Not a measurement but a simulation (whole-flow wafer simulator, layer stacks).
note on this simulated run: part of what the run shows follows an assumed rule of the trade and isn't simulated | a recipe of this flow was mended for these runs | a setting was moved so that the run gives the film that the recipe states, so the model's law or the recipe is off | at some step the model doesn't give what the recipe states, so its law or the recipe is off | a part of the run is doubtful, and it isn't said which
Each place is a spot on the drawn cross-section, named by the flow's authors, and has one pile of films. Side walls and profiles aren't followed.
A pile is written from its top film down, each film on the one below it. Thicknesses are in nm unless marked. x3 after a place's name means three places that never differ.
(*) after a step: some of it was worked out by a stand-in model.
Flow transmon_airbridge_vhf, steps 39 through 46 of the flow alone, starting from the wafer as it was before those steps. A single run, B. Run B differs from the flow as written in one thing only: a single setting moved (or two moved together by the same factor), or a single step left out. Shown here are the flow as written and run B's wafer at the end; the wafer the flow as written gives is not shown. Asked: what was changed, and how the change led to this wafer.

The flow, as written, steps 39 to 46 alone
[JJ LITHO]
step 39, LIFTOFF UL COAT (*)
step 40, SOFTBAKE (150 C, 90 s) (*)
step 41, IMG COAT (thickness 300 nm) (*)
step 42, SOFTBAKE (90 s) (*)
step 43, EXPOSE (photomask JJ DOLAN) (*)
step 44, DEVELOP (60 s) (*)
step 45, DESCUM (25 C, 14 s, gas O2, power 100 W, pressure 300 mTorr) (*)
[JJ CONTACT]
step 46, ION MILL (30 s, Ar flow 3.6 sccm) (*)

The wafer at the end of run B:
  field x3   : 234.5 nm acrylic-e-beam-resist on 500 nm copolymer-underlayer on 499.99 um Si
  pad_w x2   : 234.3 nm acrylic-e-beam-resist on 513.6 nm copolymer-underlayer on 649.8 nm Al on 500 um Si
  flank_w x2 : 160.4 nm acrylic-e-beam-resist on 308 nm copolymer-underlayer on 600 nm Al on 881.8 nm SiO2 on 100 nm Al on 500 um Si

What caused this: step 41, IMG COAT: thickness 264 nm was run, while the flow as written has thickness 300 nm; step 46, ION MILL: 26.4 s was run, where the flow has 30 s.

Step by step, how the change led to this:
  step 41, IMG COAT (thickness 300 nm) (*)
      field x3, jj_line, ground_far x3: +264 acrylic-e-beam-resist (new film) (in the flow as written it would be: +300 acrylic-e-beam-resist (new film))
      pad_w x2: +263.8 acrylic-e-beam-resist (new film) (in the flow as written it would be: +300.2 acrylic-e-beam-resist (new film))
      (and at 8 other places as well)
  step 44, DEVELOP (60 s) (*)
      jj_line: -264 acrylic-e-beam-resist (all of it), -500 copolymer-underlayer (all of it) (in the flow as written it would be: -300 acrylic-e-beam-resist (all of it), -500 copolymer-underlayer (all of it))
  step 46, ION MILL (30 s, Ar flow 3.6 sccm) (*)
      field x3, ground_far x3, pad_w x2, flank_w x2, gap_w x2, cpw_trace, margin_s x2, bridge_strip: -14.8 acrylic-e-beam-resist (in the flow as written it would be: -16.8 acrylic-e-beam-resist)
      jj_line: -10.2 Si (in the flow as written it would be: -11.6 Si)
